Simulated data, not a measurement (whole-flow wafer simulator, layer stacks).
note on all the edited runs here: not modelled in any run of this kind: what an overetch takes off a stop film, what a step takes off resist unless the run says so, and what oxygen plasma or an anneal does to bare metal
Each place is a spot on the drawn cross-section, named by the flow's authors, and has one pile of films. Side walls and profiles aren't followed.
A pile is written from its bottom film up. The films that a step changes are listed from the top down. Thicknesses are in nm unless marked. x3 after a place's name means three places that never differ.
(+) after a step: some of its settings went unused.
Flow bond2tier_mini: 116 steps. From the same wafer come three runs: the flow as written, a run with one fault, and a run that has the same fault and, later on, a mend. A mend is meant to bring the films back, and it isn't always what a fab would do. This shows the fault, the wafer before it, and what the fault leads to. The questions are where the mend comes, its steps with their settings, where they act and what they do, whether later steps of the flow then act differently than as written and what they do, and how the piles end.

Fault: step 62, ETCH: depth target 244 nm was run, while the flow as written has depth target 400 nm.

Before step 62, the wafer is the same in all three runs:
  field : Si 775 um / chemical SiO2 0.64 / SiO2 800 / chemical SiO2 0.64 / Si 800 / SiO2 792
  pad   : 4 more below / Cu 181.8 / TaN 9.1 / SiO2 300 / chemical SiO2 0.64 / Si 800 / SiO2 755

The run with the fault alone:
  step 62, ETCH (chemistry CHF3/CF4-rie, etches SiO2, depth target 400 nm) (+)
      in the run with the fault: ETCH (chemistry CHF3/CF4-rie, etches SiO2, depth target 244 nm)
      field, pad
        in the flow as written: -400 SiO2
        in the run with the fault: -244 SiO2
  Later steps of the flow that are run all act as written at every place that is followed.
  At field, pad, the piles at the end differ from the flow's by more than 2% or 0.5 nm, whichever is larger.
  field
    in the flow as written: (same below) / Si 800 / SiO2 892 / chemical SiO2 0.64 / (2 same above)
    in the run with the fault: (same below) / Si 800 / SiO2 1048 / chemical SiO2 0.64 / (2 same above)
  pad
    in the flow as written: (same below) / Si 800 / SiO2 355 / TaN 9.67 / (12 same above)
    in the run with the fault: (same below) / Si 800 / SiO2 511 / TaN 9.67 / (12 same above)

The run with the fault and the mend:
  The mend follows step 62.
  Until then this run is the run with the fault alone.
  step 62a, ETCH (chemistry CHF3/CF4-rie, etches SiO2, depth target 156 nm) (+) (the flow's step 62 again, with other settings)
      field, pad
        -156 SiO2
  Later steps of the flow that are run all act as written at every place that is followed.
  The piles end the same as the flow's at every place that both follow.
